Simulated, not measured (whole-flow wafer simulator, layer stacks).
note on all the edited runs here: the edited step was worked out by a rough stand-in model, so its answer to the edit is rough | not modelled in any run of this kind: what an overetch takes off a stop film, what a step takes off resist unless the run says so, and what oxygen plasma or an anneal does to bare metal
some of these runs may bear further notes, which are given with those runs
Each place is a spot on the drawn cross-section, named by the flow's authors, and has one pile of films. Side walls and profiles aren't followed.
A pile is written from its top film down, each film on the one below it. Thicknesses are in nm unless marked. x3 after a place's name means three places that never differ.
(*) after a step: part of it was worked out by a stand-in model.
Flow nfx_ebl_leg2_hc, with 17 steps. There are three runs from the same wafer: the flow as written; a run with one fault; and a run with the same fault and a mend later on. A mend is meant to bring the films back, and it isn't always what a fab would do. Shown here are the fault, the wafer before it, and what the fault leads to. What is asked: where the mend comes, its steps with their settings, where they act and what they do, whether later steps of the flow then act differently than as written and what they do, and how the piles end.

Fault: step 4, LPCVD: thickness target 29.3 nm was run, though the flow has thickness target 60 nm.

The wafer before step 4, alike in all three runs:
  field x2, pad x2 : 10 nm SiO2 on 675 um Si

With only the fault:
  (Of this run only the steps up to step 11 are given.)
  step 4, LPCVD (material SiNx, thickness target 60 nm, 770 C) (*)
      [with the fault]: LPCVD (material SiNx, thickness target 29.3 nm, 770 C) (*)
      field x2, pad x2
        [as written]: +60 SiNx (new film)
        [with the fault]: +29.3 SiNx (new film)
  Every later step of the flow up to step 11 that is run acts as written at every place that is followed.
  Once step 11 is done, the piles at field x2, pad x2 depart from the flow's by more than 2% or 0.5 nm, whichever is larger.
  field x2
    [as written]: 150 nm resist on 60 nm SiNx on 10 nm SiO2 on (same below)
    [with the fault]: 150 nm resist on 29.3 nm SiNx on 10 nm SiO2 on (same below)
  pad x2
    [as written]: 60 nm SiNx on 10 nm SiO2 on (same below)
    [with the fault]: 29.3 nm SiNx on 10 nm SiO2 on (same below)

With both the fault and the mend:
  The mend stands after step 5.
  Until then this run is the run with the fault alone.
  step 5a, LPCVD (material SiNx, thickness target 30.7 nm, 770 C) (*) (the flow's step 4 again, with other settings)
      field x2, pad x2
        +30.7 SiNx
  Every later step of the flow that is run acts as written at every place that is followed.
  The piles end the same as the flow's at every place that both follow.
